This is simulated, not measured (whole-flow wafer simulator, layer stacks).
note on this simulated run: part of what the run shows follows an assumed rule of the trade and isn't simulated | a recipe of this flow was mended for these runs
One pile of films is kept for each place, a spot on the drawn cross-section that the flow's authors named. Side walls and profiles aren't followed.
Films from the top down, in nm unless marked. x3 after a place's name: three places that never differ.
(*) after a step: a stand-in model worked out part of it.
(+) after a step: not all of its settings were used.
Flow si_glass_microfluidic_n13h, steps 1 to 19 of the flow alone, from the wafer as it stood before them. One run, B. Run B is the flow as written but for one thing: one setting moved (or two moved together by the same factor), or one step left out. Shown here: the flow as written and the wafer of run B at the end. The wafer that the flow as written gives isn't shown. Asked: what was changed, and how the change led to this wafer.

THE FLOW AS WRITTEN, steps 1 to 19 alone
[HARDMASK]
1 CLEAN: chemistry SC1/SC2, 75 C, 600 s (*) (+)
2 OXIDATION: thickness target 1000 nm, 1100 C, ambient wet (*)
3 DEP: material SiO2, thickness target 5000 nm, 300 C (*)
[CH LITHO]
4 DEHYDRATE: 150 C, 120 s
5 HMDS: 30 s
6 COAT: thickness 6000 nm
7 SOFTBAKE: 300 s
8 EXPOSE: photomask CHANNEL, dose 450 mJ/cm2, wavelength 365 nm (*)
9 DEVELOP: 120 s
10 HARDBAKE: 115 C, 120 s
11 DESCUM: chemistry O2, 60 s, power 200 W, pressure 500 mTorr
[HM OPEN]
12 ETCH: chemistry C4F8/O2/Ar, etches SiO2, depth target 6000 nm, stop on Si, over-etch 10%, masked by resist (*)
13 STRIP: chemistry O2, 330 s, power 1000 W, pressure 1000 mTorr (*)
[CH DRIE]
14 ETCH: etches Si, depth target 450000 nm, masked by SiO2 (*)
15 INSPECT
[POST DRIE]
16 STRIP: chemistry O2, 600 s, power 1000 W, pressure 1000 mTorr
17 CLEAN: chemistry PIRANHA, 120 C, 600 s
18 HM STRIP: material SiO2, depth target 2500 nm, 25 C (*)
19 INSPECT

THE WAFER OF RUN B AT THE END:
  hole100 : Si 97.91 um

The cause: step 12, ETCH: depth target 5400 nm was run, where the flow has depth target 6000 nm.

How the change led to this, step by step:
  12 ETCH: chemistry C4F8/O2/Ar, etches SiO2, depth target 6000 nm, stop on Si, over-etch 10%, masked by resist (*)
      hole100: SiO2 -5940 (as written it would be: SiO2 -6000 (all of it), Si -75)
      land: thick-i-line-resist -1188 (as written it would be: thick-i-line-resist -1320)
  13 STRIP: chemistry O2, 330 s, power 1000 W, pressure 1000 mTorr (*)
      hole100: nothing (as written it would be: chemical SiO2 +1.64 (new film), Si -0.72)
      land: thick-i-line-resist -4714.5 (all of it) (as written it would be: thick-i-line-resist -4582.5 (all of it))
  14 ETCH: etches Si, depth target 450000 nm, masked by SiO2 (*)
      hole100: SiO2 -60 (all of it), Si -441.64 um (as written it would be: chemical SiO2 -1.64 (all of it), Si -450.64 um)
